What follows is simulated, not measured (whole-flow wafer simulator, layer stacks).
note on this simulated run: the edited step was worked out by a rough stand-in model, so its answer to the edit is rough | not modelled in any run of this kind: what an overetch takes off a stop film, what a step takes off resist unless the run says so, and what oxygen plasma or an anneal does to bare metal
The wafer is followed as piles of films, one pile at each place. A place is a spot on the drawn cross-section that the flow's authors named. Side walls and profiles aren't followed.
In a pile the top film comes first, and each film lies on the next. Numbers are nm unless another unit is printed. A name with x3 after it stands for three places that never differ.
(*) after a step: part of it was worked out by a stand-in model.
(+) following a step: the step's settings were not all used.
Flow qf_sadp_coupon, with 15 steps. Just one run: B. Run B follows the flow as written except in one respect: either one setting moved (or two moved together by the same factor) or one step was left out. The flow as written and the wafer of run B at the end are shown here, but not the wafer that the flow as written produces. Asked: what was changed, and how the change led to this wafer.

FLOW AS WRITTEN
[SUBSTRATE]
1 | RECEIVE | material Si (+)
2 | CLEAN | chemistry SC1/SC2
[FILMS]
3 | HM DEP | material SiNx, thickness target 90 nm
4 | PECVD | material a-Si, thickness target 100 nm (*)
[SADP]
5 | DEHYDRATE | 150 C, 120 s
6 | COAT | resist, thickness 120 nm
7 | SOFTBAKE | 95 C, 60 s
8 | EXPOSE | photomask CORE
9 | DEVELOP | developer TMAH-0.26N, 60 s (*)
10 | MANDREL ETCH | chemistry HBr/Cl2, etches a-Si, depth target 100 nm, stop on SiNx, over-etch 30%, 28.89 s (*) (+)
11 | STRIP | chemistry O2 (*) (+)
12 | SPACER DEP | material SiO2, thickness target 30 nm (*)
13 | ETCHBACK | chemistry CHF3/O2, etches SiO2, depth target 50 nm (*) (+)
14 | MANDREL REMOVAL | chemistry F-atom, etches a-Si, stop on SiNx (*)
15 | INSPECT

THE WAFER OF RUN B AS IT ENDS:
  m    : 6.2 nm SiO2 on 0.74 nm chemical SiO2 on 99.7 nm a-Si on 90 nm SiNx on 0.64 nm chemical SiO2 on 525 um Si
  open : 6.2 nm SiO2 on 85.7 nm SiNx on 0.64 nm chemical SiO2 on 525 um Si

The reason: step 13, ETCHBACK: depth target 23.8 nm was run, while the flow as written has depth target 50 nm.

Step by step, how the change led to this:
  13 | ETCHBACK | chemistry CHF3/O2, etches SiO2, depth target 50 nm (*) (+)
      m: SiO2 loses 23.8 (in the flow as written it would be: SiO2 loses 30 (all of it), chemical SiO2 loses 0.74 (all of it), a-Si loses 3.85)
      open: SiO2 loses 23.8 (in the flow as written it would be: SiO2 loses 30 (all of it), SiNx loses 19)
  14 | MANDREL REMOVAL | chemistry F-atom, etches a-Si, stop on SiNx (*)
      m: nothing (in the flow as written it would be: a-Si loses 95.8 (all of it))
